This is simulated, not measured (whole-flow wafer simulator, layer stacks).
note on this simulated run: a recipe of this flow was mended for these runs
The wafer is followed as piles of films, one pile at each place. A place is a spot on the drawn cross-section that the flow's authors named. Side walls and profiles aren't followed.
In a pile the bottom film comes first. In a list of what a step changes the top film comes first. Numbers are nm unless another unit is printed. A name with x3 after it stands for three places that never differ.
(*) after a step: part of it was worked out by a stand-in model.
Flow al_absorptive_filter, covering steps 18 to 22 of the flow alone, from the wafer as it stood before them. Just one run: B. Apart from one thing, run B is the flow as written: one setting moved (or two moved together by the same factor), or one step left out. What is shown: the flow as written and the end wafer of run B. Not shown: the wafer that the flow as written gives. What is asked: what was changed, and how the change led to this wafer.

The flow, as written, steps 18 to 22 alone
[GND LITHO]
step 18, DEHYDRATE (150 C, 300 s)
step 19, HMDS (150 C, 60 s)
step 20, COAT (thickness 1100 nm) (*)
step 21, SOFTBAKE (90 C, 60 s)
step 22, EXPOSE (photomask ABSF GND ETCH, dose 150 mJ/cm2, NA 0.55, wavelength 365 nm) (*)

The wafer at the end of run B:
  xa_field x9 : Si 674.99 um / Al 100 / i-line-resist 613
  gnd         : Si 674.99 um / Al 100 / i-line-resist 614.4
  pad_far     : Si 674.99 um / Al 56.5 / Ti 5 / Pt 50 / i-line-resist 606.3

What caused this: step 20, COAT: thickness 613 nm was run, while the flow as written has thickness 1100 nm.
The wafer itself shows it: xa_field x9 has i-line-resist 613, and step 20 as written asks for 1100 nm.

The path from the change to this, step by step:
  step 20, COAT (thickness 1100 nm) (*)
      xa_field x9: i-line-resist gains 613 (new film) (it would be, as written: i-line-resist gains 1100 (new film))
      gnd: i-line-resist gains 614.4 (new film) (it would be, as written: i-line-resist gains 1101.5 (new film))
      (as well as at 4 more places)
